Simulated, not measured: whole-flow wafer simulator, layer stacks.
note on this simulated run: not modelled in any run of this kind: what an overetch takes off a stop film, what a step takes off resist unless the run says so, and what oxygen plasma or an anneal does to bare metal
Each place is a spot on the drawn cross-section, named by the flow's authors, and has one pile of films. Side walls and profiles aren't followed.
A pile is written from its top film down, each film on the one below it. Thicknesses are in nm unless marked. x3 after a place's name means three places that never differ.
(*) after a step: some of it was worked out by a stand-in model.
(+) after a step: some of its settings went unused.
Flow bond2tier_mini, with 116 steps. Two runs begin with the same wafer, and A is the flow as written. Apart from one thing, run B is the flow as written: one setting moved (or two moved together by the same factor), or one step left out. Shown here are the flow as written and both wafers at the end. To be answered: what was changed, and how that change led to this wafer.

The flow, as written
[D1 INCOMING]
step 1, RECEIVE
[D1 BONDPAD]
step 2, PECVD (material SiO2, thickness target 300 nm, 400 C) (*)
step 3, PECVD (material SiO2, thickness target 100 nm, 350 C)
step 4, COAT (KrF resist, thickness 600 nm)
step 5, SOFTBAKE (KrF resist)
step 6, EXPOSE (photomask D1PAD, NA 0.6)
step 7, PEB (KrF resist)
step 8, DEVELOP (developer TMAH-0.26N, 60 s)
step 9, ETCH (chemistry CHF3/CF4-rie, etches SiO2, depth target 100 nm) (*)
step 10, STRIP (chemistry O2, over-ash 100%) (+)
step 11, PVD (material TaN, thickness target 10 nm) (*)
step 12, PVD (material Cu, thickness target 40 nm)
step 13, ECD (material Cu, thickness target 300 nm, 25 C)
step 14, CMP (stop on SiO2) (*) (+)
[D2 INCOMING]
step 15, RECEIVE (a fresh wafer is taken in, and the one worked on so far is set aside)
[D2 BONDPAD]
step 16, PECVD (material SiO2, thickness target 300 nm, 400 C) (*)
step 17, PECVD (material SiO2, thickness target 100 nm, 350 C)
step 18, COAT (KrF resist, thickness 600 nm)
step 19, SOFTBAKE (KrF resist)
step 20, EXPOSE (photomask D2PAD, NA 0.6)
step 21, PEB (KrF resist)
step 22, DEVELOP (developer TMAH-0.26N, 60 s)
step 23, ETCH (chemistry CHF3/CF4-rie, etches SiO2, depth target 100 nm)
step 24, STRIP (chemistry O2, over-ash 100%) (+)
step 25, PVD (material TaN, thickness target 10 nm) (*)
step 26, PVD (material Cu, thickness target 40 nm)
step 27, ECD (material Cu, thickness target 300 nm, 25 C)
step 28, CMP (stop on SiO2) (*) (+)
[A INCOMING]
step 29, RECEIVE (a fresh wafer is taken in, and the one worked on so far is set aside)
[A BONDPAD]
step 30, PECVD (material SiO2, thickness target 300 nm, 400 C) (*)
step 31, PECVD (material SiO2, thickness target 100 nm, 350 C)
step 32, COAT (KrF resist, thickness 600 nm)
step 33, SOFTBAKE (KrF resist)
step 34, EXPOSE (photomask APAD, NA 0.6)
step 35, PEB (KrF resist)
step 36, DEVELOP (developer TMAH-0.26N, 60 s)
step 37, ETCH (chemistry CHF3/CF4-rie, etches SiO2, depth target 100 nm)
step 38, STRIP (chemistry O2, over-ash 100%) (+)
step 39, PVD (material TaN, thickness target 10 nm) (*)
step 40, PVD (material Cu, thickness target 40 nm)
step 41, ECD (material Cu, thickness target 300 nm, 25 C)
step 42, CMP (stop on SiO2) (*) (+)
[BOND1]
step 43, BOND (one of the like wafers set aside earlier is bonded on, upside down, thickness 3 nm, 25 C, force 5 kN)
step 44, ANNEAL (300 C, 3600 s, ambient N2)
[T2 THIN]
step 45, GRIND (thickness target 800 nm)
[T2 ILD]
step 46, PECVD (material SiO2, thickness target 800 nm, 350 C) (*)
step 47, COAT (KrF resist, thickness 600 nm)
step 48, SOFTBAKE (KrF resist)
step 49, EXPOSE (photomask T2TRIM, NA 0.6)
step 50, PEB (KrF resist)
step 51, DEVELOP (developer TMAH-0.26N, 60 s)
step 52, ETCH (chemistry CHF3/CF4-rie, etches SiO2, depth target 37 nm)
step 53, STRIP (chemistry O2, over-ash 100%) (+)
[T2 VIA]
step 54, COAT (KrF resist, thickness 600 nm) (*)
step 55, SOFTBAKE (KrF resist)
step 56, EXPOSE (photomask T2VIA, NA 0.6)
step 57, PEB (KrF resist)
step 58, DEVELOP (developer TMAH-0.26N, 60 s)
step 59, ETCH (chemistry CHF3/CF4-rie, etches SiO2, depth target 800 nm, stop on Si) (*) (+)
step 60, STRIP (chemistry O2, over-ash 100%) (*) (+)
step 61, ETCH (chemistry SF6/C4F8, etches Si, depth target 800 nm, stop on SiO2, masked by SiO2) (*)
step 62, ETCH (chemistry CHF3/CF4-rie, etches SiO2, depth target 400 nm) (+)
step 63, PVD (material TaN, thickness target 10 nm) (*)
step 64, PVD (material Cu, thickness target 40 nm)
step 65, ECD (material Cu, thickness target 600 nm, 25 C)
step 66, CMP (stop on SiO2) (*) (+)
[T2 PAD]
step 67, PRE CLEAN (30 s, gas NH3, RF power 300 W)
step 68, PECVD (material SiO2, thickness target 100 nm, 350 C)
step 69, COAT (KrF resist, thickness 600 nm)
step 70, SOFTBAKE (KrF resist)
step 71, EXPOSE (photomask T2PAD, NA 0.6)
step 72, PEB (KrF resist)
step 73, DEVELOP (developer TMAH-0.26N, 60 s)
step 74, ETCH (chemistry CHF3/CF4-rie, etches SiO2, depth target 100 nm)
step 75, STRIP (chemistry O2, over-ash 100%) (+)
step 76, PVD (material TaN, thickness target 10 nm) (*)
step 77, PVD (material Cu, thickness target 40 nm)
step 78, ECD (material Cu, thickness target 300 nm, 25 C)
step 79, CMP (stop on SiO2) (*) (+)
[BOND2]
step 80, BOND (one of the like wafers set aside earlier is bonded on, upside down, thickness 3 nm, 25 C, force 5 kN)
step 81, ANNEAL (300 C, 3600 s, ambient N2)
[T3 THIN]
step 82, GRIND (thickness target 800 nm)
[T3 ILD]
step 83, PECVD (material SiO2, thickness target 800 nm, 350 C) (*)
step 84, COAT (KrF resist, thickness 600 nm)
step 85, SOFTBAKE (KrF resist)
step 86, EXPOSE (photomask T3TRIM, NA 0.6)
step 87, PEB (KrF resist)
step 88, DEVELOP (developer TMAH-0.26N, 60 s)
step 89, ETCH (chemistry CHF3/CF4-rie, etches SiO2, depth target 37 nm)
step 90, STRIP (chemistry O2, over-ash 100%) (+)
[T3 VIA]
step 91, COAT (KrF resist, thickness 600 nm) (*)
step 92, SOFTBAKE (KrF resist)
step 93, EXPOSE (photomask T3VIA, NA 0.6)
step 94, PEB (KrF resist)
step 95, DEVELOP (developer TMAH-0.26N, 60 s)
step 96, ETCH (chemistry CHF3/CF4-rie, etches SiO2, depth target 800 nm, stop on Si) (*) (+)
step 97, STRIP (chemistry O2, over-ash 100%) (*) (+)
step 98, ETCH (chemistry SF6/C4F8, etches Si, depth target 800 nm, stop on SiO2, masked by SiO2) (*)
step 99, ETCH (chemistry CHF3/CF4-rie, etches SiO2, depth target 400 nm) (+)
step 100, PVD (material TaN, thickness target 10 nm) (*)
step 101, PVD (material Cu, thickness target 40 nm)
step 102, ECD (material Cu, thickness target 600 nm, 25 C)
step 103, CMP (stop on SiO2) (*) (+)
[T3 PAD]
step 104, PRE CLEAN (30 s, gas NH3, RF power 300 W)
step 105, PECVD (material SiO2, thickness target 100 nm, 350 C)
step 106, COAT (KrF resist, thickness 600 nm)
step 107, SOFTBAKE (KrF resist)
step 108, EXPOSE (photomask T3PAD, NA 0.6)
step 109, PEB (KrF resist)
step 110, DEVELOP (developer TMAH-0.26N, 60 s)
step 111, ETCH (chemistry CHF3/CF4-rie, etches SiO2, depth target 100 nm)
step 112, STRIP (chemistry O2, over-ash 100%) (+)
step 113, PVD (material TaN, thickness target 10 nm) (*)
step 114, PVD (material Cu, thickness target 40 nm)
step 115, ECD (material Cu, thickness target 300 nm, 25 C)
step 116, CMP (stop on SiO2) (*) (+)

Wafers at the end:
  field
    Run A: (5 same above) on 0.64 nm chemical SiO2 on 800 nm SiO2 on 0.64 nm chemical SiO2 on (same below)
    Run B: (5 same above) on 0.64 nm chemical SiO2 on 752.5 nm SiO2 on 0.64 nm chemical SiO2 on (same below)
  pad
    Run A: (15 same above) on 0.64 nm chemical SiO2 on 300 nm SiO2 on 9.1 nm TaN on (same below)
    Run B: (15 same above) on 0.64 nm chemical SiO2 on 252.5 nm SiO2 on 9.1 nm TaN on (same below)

Cause: step 3, PECVD: thickness target 52.5 nm was run, whereas the flow has thickness target 100 nm.

Step by step, how the change led to this:
  step 3, PECVD (material SiO2, thickness target 100 nm, 350 C)
      field, pad, via: A SiO2 gains 100 | B SiO2 gains 52.5
  step 43, BOND (one of the like wafers set aside earlier is bonded on, upside down, thickness 3 nm, 25 C, force 5 kN)
      field: A Si gains 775 um (new film), chemical SiO2 gains 0.64 (new film), SiO2 gains 400 | B Si gains 775 um (new film), chemical SiO2 gains 0.64 (new film), SiO2 gains 352.5
      pad: A Si gains 775 um (new film), chemical SiO2 gains 0.64 (new film), SiO2 gains 300 (new film), TaN gains 9.1 (new film), Cu gains 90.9 | B Si gains 775 um (new film), chemical SiO2 gains 0.64 (new film), SiO2 gains 252.5 (new film), TaN gains 9.1 (new film), Cu gains 90.9
      (also at 1 further place)
